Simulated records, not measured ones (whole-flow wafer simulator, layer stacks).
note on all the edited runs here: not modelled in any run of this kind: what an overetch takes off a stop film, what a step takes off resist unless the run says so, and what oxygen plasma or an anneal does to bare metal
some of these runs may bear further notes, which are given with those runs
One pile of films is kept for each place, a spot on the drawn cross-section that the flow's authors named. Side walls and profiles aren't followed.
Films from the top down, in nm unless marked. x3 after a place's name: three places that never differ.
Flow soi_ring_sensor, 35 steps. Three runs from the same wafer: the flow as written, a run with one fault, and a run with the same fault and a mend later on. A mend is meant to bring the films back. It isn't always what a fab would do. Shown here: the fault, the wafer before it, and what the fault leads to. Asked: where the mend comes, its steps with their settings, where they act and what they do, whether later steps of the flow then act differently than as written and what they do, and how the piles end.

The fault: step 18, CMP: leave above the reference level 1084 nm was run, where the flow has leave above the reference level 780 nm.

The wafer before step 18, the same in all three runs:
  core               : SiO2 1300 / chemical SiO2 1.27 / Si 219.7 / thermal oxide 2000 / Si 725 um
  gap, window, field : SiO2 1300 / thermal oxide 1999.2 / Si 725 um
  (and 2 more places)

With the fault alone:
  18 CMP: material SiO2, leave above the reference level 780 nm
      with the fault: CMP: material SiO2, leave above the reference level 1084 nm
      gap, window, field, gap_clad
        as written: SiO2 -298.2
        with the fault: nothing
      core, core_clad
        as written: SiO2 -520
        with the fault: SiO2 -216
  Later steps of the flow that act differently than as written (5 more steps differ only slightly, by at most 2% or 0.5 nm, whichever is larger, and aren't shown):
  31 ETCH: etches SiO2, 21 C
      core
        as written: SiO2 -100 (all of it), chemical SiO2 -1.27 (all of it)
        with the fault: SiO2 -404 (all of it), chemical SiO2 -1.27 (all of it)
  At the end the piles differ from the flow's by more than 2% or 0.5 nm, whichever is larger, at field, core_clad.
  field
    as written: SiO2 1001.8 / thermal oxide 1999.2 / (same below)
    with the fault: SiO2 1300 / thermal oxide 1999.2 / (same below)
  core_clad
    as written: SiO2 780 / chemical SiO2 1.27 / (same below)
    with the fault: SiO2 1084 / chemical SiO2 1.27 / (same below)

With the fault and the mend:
  The mend comes after step 19.
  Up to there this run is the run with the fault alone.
  19a CMP: material SiO2, leave above the reference level 780 nm (the flow's step 18 once more)
      gap, window, field, gap_clad
        SiO2 -298.2
      core, core_clad
        SiO2 -304
  No later step of the flow acts differently than as written at any place that is followed.
  At the end the piles are the same as the flow's at every place that both follow.
